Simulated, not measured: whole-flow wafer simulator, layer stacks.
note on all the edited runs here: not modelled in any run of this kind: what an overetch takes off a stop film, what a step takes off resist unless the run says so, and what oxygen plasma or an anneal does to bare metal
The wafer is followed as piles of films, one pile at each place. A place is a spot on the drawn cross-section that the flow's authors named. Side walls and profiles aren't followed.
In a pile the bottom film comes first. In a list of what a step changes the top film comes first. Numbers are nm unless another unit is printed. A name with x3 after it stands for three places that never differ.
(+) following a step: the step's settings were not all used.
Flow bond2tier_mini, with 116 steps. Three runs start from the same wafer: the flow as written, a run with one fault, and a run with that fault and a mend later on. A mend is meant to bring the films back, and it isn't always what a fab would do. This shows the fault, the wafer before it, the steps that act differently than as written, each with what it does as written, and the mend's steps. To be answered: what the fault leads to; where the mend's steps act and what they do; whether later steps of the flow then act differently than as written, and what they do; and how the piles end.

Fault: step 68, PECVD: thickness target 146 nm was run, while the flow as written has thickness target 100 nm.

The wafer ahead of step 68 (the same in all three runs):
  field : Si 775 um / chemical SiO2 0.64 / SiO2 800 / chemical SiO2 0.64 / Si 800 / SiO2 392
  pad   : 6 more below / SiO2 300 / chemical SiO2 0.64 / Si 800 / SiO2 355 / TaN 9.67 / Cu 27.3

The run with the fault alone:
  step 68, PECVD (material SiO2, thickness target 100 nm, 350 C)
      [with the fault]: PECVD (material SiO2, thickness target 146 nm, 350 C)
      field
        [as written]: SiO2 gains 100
        [with the fault]: SiO2 gains 146
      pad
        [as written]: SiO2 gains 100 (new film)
        [with the fault]: SiO2 gains 146 (new film)
  Steps further on in the flow that do not act as written:
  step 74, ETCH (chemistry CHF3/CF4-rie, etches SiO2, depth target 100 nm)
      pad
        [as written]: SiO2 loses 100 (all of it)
        [with the fault]: SiO2 loses 100
  The piles end different from the flow's at field, pad by more than 2% or 0.5 nm, whichever is larger.
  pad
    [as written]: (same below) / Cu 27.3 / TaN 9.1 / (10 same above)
    [with the fault]: (same below) / Cu 27.3 / SiO2 46 / TaN 9.1 / (10 same above)
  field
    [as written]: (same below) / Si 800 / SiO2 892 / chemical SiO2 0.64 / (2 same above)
    [with the fault]: (same below) / Si 800 / SiO2 938 / chemical SiO2 0.64 / (2 same above)

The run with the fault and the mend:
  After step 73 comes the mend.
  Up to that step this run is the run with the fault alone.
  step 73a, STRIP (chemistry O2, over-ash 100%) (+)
      field
        KrF resist loses 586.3 (all of it)
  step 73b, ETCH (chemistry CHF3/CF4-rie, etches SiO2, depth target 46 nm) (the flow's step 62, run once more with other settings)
      field, pad
        SiO2 loses 46
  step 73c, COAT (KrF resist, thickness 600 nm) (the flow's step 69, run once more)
      field, pad
        KrF resist gains 600 (new film)
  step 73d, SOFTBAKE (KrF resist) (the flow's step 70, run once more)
      alters no film at any place that is followed
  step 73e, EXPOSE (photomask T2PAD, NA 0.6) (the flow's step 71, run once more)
      alters no film at any place that is followed
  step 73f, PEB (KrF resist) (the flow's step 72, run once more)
      alters no film at any place that is followed
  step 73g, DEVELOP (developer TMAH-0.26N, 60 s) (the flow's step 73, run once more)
      field
        KrF resist loses 13.7
      pad
        KrF resist loses 600 (all of it)
  None of the later steps of the flow acts differently than as written at any place that is followed.
  By the end, the piles equal the flow's at every place that both follow.
